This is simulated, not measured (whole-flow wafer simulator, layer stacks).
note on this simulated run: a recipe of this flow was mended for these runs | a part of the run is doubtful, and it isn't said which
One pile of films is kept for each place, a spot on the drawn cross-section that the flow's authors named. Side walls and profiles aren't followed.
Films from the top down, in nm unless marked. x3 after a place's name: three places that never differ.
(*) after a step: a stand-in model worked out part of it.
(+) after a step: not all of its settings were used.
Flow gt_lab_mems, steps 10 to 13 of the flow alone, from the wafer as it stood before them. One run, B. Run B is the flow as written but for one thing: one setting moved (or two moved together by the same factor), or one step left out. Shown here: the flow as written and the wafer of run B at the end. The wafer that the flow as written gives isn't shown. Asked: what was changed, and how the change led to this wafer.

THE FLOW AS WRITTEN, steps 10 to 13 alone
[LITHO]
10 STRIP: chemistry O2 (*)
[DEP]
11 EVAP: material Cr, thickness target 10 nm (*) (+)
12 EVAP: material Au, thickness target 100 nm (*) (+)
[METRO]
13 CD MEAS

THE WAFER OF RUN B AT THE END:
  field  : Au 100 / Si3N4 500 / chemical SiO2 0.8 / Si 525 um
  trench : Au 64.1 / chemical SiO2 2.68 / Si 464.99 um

The cause: step 11, EVAP: material Cr, thickness target 10 nm (*) (+), was left out.

How the change led to this, step by step:
  (no step that both runs have acts differently)
